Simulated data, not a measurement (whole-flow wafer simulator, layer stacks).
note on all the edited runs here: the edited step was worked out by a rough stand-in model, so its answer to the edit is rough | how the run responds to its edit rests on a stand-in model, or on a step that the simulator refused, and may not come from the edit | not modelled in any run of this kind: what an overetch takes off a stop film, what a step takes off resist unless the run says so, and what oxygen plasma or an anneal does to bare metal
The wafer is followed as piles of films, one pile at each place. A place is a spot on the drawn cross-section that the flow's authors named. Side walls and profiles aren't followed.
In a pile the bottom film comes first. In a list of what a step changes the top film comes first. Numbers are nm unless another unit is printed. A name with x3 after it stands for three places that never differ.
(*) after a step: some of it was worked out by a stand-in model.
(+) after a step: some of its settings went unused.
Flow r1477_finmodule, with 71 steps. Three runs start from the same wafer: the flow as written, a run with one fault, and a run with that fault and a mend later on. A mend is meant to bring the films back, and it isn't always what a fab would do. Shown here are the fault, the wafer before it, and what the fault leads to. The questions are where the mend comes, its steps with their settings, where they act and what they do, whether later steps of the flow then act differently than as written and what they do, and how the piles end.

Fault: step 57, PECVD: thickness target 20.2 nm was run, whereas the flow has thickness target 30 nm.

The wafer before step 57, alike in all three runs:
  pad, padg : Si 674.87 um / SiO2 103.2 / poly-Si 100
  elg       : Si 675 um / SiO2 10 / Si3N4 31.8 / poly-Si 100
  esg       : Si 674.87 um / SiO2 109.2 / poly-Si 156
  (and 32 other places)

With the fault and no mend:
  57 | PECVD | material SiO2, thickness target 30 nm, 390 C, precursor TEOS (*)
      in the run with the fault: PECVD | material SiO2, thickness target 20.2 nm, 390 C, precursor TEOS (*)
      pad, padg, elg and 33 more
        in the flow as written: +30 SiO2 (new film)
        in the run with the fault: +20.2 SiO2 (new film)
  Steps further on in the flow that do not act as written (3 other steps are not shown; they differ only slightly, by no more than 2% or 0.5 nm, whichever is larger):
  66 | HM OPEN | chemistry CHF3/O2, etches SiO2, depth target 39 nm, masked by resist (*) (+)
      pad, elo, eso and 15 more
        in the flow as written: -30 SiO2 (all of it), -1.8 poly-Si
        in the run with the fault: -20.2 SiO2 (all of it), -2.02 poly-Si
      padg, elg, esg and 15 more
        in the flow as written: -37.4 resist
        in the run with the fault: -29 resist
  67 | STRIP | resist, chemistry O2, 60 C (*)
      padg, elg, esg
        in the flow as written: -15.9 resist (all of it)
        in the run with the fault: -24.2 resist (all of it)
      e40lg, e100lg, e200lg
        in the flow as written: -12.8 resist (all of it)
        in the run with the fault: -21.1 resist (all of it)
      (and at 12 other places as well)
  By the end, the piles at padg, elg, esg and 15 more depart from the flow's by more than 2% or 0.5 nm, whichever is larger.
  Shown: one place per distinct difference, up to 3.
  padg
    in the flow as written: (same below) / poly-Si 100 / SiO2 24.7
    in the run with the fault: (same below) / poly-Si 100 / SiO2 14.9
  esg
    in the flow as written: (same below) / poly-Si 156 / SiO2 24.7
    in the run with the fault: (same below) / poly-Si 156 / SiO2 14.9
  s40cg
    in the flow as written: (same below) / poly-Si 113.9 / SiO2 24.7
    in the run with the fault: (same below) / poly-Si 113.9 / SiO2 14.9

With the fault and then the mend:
  The mend follows step 64.
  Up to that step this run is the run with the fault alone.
  64a | STRIP | resist, chemistry O2, 60 C
      padg, elg, esg
        -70 resist (all of it)
      e40lg, e100lg, e200lg
        -66.9 resist (all of it)
      s40sg, s45sg
        -91 resist (all of it)
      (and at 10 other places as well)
  64b | PECVD | material SiO2, thickness target 9.8 nm, 390 C, precursor TEOS (*) (a further turn of the flow's step 57, with different settings)
      pad, padg, elg and 33 more
        +9.8 SiO2
  64c | COAT | resist, thickness 70 nm (*) (a further turn of the flow's step 60)
      e40lg, e100lg, e200lg, elo, e40lo, e100lo, e200lo
        +66.9 resist (new film)
      pad, padg, elg, esg
        +70 resist (new film)
      s40sg, s45sg, s40so, s45so
        +91 resist (new film)
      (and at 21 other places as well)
  64d | SOFTBAKE | 180 C, 180 s (*) (a further turn of the flow's step 61)
      alters no film at any place that is followed
  64e | EXPOSE | resist, photomask GATE (a further turn of the flow's step 62)
      alters no film at any place that is followed
  64f | DEVELOP (*) (a further turn of the flow's step 63)
      elo, e40lo, e100lo, e200lo
        -66.9 resist (all of it)
      eso, e40so
        -129.5 resist (all of it)
      s40so, s45so
        -91 resist (all of it)
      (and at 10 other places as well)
  None of the later steps of the flow acts differently than as written at any place that is followed.
  At every place that both follow, the piles at the end match the flow's.
